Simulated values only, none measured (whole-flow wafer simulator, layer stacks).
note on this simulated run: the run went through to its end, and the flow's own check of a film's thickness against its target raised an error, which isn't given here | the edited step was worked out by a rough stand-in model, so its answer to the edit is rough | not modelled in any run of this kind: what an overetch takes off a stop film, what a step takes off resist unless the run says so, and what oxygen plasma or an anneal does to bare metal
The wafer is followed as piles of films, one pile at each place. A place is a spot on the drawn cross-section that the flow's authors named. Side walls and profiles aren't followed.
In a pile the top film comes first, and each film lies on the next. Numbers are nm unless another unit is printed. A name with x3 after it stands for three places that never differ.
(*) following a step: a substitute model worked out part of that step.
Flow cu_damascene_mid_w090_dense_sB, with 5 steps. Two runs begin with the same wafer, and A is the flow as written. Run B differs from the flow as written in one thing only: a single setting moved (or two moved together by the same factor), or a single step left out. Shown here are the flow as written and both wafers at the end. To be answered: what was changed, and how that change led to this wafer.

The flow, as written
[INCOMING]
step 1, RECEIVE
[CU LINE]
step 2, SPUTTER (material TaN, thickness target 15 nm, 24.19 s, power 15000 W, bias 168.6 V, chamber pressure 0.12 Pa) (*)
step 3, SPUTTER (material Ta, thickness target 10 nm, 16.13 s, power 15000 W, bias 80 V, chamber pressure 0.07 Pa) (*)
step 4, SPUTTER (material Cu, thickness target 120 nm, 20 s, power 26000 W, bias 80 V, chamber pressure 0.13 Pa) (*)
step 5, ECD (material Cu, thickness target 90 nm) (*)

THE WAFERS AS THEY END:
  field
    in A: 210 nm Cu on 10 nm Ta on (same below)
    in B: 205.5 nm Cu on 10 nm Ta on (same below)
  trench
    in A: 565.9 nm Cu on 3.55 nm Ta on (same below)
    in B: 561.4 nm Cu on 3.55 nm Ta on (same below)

Cause: step 5, ECD: thickness target 85.5 nm was run, whereas the flow has thickness target 90 nm.

How this came from the change, step by step:
  step 5, ECD (material Cu, thickness target 90 nm) (*)
      field: A +90 Cu | B +85.5 Cu
